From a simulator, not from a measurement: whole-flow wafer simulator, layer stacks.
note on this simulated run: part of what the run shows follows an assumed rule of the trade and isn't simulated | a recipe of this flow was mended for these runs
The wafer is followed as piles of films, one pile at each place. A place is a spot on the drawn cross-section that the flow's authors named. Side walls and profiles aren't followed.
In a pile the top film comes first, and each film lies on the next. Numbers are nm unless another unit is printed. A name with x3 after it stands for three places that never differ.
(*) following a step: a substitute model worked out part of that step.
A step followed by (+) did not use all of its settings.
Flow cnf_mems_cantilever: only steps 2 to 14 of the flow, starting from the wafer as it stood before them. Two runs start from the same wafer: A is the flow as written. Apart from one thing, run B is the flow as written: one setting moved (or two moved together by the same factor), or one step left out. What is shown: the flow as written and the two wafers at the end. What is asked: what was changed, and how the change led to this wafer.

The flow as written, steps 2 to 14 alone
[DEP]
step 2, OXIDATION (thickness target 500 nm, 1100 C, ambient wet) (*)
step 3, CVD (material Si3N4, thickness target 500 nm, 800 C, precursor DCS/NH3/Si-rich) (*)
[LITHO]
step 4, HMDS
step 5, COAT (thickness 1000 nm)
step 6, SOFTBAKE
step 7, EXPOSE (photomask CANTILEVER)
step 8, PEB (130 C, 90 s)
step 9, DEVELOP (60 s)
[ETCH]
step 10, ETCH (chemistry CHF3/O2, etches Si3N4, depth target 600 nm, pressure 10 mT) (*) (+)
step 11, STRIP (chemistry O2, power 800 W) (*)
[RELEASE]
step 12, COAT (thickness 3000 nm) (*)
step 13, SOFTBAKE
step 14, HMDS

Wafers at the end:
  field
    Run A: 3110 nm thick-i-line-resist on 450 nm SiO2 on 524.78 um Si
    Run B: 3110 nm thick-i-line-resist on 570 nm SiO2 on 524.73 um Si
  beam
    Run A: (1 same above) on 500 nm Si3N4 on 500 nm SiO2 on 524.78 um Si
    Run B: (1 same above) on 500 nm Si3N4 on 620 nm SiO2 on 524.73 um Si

What caused this: step 2, OXIDATION: thickness target 620 nm was run, while the flow as written has thickness target 500 nm.
The wafer itself shows it: beam has SiO2 620, and step 2 as written asks for 500 nm.

Step by step, how the change led to this:
  step 2, OXIDATION (thickness target 500 nm, 1100 C, ambient wet) (*)
      field, beam: A +500 SiO2 (new film), -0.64 chemical SiO2 (all of it), -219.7 Si | B +620 SiO2 (new film), -0.64 chemical SiO2 (all of it), -272.5 Si
